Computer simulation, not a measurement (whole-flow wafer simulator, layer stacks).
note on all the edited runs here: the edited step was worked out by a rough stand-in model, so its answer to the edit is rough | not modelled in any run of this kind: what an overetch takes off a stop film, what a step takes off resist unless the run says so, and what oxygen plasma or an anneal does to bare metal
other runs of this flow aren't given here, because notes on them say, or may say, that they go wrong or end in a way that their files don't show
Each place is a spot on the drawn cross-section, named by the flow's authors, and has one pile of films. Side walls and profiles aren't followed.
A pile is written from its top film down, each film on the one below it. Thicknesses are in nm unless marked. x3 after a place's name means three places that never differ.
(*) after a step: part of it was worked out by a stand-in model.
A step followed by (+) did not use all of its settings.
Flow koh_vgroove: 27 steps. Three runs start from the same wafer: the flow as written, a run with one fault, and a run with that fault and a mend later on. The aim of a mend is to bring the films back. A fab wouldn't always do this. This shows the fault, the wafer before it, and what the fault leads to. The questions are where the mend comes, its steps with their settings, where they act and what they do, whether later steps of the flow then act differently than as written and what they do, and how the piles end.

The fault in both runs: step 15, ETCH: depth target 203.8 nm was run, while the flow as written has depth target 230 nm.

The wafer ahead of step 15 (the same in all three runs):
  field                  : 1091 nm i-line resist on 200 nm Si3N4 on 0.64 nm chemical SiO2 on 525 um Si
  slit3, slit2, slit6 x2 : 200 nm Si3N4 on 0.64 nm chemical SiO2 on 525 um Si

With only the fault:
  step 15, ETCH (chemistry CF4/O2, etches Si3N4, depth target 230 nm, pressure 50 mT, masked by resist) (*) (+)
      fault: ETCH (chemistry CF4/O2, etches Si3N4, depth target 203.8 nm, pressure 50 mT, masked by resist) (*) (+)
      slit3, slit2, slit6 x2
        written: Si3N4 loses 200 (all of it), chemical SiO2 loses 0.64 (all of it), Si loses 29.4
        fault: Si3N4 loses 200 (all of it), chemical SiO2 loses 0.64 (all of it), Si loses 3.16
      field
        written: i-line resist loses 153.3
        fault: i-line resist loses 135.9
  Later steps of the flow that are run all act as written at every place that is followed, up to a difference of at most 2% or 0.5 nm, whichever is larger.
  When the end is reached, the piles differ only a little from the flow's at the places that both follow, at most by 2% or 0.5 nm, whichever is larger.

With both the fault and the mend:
  The mend stands after step 15.
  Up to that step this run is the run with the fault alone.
  step 15a, ETCH (chemistry CF4/O2, etches Si3N4, depth target 26.22 nm, pressure 50 mT, masked by resist) (*) (+) (a further turn of the flow's step 15, with different settings)
      slit3, slit2, slit6 x2
        Si loses 26.2
      field
        i-line resist loses 17.5
  Later steps of the flow that are run all act as written at every place that is followed.
  The piles end the same as the flow's at every place that both follow.
